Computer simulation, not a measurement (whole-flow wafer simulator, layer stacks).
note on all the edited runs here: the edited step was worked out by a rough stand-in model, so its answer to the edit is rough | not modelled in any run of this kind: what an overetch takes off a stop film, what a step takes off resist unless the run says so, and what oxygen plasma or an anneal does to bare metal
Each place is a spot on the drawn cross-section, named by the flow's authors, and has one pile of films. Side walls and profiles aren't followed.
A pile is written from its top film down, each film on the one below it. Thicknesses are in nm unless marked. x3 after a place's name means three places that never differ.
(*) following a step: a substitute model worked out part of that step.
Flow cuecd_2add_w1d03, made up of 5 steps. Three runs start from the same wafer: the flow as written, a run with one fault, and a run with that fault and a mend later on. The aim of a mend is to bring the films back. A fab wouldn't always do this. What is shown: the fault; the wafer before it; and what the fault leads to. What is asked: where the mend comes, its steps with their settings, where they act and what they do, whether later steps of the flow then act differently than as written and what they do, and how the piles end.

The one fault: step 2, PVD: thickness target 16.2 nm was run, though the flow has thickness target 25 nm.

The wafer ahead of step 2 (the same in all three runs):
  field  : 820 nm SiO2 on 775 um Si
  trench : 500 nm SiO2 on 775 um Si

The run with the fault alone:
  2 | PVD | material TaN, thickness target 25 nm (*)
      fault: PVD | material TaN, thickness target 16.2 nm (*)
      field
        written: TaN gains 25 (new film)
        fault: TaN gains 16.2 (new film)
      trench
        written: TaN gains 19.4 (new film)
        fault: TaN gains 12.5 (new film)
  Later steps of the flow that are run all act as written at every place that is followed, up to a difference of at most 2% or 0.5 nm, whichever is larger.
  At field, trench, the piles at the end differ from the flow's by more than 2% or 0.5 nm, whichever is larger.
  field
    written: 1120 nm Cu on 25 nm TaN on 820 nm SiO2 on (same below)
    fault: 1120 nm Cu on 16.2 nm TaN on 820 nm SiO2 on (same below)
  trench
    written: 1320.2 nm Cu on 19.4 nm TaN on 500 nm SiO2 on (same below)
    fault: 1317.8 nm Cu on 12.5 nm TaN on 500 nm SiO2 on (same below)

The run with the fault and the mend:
  The mend follows step 2.
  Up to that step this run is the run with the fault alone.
  2a | PVD | material TaN, thickness target 8.8 nm (*) (the flow's step 2, run once more with other settings)
      field
        TaN gains 8.8
      trench
        TaN gains 6.77
  Later steps of the flow that are run all act as written at every place that is followed, up to a difference of at most 2% or 0.5 nm, whichever is larger.
  When the end is reached, the piles differ only a little from the flow's at the places that both follow, at most by 2% or 0.5 nm, whichever is larger.
